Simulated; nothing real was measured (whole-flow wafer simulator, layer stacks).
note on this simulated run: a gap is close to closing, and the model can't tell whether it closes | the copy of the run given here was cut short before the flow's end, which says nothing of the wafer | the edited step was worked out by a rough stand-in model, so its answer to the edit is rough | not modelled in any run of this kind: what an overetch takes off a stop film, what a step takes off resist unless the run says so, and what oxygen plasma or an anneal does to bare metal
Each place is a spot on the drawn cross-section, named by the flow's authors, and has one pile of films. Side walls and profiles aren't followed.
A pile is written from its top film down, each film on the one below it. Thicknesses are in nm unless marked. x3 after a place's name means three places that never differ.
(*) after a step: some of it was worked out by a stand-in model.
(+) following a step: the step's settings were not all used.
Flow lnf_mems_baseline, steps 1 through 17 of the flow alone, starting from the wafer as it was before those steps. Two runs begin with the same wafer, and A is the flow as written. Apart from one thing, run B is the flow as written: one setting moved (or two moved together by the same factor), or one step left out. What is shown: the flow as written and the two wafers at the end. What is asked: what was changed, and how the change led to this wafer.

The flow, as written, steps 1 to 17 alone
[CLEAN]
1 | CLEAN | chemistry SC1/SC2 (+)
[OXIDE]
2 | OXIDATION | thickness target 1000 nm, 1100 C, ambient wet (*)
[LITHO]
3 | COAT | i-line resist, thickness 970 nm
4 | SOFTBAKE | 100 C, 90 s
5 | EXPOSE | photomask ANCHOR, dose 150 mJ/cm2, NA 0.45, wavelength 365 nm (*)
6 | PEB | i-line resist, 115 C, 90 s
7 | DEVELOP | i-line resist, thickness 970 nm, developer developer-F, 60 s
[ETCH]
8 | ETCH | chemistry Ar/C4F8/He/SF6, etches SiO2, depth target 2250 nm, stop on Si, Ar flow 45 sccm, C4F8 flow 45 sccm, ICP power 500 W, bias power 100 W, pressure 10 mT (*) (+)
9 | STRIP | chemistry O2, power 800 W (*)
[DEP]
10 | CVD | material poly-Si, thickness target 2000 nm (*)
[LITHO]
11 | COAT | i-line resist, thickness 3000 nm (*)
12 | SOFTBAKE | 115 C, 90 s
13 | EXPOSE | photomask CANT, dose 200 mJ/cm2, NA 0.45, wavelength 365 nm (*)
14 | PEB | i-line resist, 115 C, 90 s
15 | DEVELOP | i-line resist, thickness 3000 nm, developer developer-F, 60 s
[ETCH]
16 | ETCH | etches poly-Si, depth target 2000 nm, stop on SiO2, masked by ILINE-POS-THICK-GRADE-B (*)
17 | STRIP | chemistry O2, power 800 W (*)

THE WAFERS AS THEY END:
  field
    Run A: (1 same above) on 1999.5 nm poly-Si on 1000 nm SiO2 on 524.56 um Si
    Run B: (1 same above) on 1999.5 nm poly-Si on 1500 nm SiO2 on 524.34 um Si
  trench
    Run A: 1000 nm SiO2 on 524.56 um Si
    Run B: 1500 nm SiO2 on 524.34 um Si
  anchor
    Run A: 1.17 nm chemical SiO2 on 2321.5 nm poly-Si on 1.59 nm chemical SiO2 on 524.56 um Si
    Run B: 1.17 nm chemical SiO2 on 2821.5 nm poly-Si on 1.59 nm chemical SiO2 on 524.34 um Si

What caused this: step 2, OXIDATION: thickness target 1500 nm was run, though the flow has thickness target 1000 nm.
The wafer lets one read it off: field has SiO2 1500, and step 2 as written asks for 1000 nm.

Step by step, how the change led to this:
  2 | OXIDATION | thickness target 1000 nm, 1100 C, ambient wet (*)
      field, anchor, beam, trench, char_slit: A SiO2 gains 1000 (new film), chemical SiO2 loses 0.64 (all of it), Si loses 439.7 | B SiO2 gains 1500 (new film), chemical SiO2 loses 0.64 (all of it), Si loses 659.7
  8 | ETCH | chemistry Ar/C4F8/He/SF6, etches SiO2, depth target 2250 nm, stop on Si, Ar flow 45 sccm, C4F8 flow 45 sccm, ICP power 500 W, bias power 100 W, pressure 10 mT (*) (+)
      field, beam, trench, char_slit: A i-line resist loses 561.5 | B i-line resist loses 811.5
      anchor: A SiO2 loses 1000 (all of it) | B SiO2 loses 1500 (all of it)
  9 | STRIP | chemistry O2, power 800 W (*)
      field, beam, trench, char_slit: A i-line resist loses 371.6 (all of it) | B i-line resist loses 121.6 (all of it)
  10 | CVD | material poly-Si, thickness target 2000 nm (*)
      anchor: A poly-Si gains 2322 (new film) | B poly-Si gains 2822 (new film)
